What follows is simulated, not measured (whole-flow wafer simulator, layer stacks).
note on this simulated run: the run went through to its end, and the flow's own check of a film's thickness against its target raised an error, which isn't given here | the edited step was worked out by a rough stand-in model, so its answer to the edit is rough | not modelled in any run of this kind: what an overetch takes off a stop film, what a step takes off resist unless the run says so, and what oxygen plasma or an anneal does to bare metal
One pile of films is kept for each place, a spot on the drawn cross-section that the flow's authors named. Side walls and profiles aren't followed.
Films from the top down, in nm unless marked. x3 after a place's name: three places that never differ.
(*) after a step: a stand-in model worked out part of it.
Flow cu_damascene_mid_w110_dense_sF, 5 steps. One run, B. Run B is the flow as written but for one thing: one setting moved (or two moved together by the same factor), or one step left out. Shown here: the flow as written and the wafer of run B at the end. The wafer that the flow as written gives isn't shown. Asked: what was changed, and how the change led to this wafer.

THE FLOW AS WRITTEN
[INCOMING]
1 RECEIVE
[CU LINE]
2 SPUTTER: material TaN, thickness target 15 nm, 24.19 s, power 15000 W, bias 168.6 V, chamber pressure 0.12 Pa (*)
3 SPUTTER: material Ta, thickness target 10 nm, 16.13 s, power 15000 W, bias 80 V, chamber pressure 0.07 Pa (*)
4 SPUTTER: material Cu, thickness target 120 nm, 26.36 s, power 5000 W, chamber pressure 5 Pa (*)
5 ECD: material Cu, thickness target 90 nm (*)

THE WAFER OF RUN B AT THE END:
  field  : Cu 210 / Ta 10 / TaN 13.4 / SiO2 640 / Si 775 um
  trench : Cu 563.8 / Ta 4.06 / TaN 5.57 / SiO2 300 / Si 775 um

The cause: step 2, SPUTTER: thickness target 13.4 nm was run, where the flow has thickness target 15 nm; step 2, SPUTTER: 21.65 s was run, where the flow has 24.19 s.
It can be read off the wafer: field has TaN 13.4, and step 2 as written asks for 15 nm.

How the change led to this, step by step:
  2 SPUTTER: material TaN, thickness target 15 nm, 24.19 s, power 15000 W, bias 168.6 V, chamber pressure 0.12 Pa (*)
      field: TaN +13.4 (new film) (as written it would be: TaN +15 (new film))
      trench: TaN +5.57 (new film) (as written it would be: TaN +6.23 (new film))
